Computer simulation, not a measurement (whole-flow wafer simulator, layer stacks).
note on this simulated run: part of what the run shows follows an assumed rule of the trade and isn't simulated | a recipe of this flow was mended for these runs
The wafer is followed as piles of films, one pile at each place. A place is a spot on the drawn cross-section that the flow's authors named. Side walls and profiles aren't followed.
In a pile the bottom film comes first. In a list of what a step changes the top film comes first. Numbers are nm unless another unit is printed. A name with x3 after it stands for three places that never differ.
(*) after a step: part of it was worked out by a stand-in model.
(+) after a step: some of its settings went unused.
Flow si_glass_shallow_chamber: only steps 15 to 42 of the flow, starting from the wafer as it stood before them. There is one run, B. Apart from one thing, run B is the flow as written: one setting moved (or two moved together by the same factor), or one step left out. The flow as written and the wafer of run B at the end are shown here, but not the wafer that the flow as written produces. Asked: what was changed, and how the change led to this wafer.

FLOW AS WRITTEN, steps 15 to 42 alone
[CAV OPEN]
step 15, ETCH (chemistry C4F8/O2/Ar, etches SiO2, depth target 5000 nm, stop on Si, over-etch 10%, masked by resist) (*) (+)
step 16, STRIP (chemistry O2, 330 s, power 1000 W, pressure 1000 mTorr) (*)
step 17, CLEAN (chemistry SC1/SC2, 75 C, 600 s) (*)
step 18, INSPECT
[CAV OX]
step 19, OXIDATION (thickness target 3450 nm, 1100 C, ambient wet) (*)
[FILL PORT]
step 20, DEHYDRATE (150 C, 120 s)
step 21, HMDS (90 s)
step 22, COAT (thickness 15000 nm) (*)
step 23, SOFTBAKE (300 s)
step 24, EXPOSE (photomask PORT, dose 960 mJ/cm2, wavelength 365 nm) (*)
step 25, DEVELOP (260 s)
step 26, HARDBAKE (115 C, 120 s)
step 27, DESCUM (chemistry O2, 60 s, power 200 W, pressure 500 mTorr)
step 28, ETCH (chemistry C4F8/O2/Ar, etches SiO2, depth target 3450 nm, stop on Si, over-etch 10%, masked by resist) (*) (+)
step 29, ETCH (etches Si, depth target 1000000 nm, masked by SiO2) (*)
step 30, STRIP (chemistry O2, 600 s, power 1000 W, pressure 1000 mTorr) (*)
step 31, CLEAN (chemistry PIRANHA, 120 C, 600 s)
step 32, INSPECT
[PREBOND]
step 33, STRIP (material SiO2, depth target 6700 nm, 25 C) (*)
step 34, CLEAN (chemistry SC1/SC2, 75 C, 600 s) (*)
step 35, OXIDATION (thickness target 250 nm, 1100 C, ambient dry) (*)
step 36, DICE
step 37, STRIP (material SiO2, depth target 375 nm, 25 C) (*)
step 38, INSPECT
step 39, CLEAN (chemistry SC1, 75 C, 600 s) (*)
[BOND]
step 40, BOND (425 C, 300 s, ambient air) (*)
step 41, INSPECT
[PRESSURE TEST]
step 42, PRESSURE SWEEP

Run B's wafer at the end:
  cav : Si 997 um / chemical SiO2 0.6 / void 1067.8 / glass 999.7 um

What caused this: step 15, ETCH: over-etch 5.5% was run, whereas the flow has over-etch 10%.

How this came from the change, step by step:
  step 15, ETCH (chemistry C4F8/O2/Ar, etches SiO2, depth target 5000 nm, stop on Si, over-etch 10%, masked by resist) (*) (+)
      rim, ramp, septum, ring: thick-i-line-resist loses 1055 (as written it would have been: thick-i-line-resist loses 1100)
      cav, port: SiO2 loses 5000 (all of it), Si loses 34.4 (as written it would have been: SiO2 loses 5000 (all of it), Si loses 62.5)
  step 22, COAT (thickness 15000 nm) (*)
      rim: thick-i-line-resist gains 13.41 um (new film) (as written it would have been: thick-i-line-resist gains 13.4 um (new film))
      ramp: thick-i-line-resist gains 12.91 um (new film) (as written it would have been: thick-i-line-resist gains 12.89 um (new film))
      (as well as at 1 more place)
  step 25, DEVELOP (260 s)
      port: thick-i-line-resist loses 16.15 um (all of it) (as written it would have been: thick-i-line-resist loses 16.16 um (all of it))
  step 29, ETCH (etches Si, depth target 1000000 nm, masked by SiO2) (*)
      rim, ramp: thick-i-line-resist loses 11.49 um (all of it), SiO2 loses 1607 (as written it would have been: thick-i-line-resist loses 11.47 um (all of it), SiO2 loses 1617.3)
      port: hole gains 997.08 um (new film), Si loses 997.08 um (all of it) (as written it would have been: hole gains 997.05 um (new film), Si loses 997.05 um (all of it))
      (as well as at 1 more place)
  step 40, BOND (425 C, 300 s, ambient air) (*)
      cav: glass gains 999.7 um (new film), void gains 1067.8 (new film) (as written it would have been: glass gains 999.7 um (new film), void gains 1095.9 (new film))
      port: glass gains 999.7 um (new film), hole gains 989.1 (as written it would have been: glass gains 999.7 um (new film), hole gains 1017.3)
